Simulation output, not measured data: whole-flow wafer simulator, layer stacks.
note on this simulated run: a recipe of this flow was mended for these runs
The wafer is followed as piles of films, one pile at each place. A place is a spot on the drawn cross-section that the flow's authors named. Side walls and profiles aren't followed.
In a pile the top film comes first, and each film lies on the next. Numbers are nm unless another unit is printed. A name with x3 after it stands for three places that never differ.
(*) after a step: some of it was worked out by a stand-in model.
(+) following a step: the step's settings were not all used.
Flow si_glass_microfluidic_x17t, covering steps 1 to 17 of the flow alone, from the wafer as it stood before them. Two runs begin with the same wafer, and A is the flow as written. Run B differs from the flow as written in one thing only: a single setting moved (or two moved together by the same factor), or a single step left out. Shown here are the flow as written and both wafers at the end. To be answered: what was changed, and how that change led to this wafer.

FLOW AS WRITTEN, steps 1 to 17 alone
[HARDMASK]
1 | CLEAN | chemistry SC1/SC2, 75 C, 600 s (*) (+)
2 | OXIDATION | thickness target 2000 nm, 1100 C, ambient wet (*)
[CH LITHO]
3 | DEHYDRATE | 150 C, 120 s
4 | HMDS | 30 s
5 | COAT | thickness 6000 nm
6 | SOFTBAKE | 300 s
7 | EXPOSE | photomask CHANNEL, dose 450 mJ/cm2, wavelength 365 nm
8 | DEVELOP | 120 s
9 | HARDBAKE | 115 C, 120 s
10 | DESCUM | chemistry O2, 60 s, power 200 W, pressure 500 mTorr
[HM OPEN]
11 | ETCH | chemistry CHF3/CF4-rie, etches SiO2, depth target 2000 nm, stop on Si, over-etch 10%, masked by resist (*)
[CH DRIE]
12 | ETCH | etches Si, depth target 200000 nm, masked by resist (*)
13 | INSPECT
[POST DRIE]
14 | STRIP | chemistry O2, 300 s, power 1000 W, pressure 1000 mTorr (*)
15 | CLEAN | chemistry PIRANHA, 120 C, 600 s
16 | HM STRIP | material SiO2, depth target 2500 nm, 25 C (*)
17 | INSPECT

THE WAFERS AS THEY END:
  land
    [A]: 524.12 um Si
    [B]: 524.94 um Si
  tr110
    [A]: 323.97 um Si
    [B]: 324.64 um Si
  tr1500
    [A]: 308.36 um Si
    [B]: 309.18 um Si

What caused this: step 2, OXIDATION: 770 C was run, while the flow as written has 1100 C.

How this came from the change, step by step:
  2 | OXIDATION | thickness target 2000 nm, 1100 C, ambient wet (*)
      land, tr110, tr1500, tr15: A +2000 SiO2 (new film), -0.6 chemical SiO2 (all of it), -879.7 Si | B +129.6 SiO2 (new film), -0.6 chemical SiO2 (all of it), -56.8 Si
  11 | ETCH | chemistry CHF3/CF4-rie, etches SiO2, depth target 2000 nm, stop on Si, over-etch 10%, masked by resist (*)
      tr110, tr1500, tr15: A -2000 SiO2 (all of it), -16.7 Si | B -129.6 SiO2 (all of it), -172.5 Si
      land: A -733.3 thick-i-line-resist | B -47.5 thick-i-line-resist
  12 | ETCH | etches Si, depth target 200000 nm, masked by resist (*)
      tr1500: A -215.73 um Si | B -215.58 um Si
      tr15: A -149.99 um Si | B -150.36 um Si
  14 | STRIP | chemistry O2, 300 s, power 1000 W, pressure 1000 mTorr (*)
      land: A -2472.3 thick-i-line-resist (all of it) | B -3160 thick-i-line-resist (all of it)
  16 | HM STRIP | material SiO2, depth target 2500 nm, 25 C (*)
      land: A -2000 SiO2 (all of it) | B -129.6 SiO2 (all of it)
